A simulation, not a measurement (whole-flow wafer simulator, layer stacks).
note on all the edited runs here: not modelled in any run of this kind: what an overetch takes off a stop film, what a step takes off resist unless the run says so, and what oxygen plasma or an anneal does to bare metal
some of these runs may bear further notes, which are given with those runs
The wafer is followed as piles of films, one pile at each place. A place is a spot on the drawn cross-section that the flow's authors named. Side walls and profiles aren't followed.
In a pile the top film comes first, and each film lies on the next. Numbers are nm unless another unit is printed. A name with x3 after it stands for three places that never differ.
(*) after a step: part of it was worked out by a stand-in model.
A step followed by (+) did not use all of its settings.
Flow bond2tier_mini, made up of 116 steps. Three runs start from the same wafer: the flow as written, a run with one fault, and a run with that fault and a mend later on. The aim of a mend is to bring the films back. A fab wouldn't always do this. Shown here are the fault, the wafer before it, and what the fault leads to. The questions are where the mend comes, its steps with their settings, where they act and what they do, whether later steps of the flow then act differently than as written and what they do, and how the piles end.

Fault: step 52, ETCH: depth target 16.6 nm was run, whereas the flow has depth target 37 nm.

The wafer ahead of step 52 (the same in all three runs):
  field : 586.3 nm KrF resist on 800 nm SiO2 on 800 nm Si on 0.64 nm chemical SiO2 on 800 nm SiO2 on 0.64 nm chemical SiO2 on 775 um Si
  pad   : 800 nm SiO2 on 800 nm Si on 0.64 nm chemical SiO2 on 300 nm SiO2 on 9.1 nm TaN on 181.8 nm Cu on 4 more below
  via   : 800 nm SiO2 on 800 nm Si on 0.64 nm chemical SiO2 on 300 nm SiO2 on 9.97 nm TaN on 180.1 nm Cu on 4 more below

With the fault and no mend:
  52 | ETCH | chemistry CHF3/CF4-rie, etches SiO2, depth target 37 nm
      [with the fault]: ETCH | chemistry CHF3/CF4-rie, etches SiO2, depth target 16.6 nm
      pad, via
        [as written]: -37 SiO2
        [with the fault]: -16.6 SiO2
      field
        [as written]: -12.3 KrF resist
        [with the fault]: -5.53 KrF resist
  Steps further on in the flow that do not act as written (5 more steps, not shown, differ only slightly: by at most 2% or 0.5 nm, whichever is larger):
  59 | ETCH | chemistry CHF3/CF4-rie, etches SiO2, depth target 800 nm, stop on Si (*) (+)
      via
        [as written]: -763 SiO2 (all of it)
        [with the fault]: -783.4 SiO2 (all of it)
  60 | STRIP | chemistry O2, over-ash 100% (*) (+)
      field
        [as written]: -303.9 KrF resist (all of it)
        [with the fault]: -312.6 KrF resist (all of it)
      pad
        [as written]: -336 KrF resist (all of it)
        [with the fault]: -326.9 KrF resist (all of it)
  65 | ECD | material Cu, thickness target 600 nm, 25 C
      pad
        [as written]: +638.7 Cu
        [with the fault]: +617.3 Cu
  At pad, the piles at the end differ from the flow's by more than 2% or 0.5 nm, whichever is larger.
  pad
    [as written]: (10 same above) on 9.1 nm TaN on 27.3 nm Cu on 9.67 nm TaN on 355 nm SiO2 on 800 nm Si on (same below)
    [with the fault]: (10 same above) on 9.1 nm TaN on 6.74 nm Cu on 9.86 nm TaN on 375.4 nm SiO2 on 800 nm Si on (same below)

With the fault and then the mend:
  The mend follows step 53.
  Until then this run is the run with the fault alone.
  53a | COAT | KrF resist, thickness 600 nm (*) (the flow's step 47 again)
      field
        +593 KrF resist (new film)
      pad
        +607.3 KrF resist (new film)
      via
        +606.4 KrF resist (new film)
  53b | SOFTBAKE | KrF resist (the flow's step 48 again)
      alters no film at any place that is followed
  53c | EXPOSE | photomask T2TRIM, NA 0.6 (the flow's step 49 again)
      alters no film at any place that is followed
  53d | PEB | KrF resist (the flow's step 50 again)
      alters no film at any place that is followed
  53e | DEVELOP | developer TMAH-0.26N, 60 s (the flow's step 51 again)
      field
        -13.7 KrF resist
      pad
        -607.3 KrF resist (all of it)
      via
        -606.4 KrF resist (all of it)
  53f | ETCH | chemistry CHF3/CF4-rie, etches SiO2, depth target 20.4 nm (the flow's step 52 again, with other settings)
      pad, via
        -20.4 SiO2
      field
        -6.8 KrF resist
  53g | STRIP | chemistry O2, over-ash 100% (+) (the flow's step 53 again)
      field
        -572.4 KrF resist (all of it)
  Later steps of the flow that are run all act as written at every place that is followed.
  By the end, the piles equal the flow's at every place that both follow.
